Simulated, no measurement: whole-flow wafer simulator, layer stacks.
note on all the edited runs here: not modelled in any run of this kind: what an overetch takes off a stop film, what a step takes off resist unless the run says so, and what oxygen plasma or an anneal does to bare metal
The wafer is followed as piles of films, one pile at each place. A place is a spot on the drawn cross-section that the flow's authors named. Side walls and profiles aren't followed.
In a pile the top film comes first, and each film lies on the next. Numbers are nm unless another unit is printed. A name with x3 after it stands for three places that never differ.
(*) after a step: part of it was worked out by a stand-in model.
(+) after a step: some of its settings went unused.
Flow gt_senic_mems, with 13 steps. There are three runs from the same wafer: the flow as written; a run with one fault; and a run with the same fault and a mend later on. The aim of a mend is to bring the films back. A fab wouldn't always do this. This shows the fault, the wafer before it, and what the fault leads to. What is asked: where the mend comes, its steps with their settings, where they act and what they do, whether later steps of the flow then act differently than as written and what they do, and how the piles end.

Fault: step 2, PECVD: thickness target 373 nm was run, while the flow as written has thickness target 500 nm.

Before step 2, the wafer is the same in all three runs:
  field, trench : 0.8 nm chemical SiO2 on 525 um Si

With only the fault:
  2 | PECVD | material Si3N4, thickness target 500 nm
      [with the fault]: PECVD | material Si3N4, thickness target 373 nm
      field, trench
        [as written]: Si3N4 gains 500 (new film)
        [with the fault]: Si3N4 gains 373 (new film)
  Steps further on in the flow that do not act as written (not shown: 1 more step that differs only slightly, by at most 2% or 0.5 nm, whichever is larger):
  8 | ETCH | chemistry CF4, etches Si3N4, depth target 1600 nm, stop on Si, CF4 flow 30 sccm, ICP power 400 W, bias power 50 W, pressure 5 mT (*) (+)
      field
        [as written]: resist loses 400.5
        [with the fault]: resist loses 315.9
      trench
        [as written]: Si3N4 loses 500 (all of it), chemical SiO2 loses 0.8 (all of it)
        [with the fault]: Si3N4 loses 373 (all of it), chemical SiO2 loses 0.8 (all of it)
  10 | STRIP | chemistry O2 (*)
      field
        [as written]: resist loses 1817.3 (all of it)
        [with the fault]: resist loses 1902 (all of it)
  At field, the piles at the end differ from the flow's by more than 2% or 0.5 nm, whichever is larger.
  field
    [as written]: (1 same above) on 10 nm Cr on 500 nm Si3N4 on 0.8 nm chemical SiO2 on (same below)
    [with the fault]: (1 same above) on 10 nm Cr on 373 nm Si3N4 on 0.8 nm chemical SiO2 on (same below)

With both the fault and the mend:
  After step 7 comes the mend.
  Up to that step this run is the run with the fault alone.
  7a | STRIP | chemistry O2 (*)
      field
        resist loses 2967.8 (all of it)
  7b | PECVD | material Si3N4, thickness target 127 nm (a further turn of the flow's step 2, with different settings)
      field, trench
        Si3N4 gains 127
  7c | HMDS (a further turn of the flow's step 3)
      does not change any film at any place that is followed
  7d | COAT | resist, thickness 3000 nm (a further turn of the flow's step 4)
      field, trench
        resist gains 3000 (new film)
  7e | SOFTBAKE | resist (a further turn of the flow's step 5)
      does not change any film at any place that is followed
  7f | EXPOSE | photomask DEVICE, dose 108.9 mJ/cm2, wavelength 405 nm (*) (a further turn of the flow's step 6)
      does not change any film at any place that is followed
  7g | DEVELOP | resist, thickness 3000 nm, developer developer-E, 60 s (a further turn of the flow's step 7)
      field
        resist loses 32.2
      trench
        resist loses 3000 (all of it)
  None of the later steps of the flow acts differently than as written at any place that is followed.
  The piles end the same as the flow's at every place that both follow.
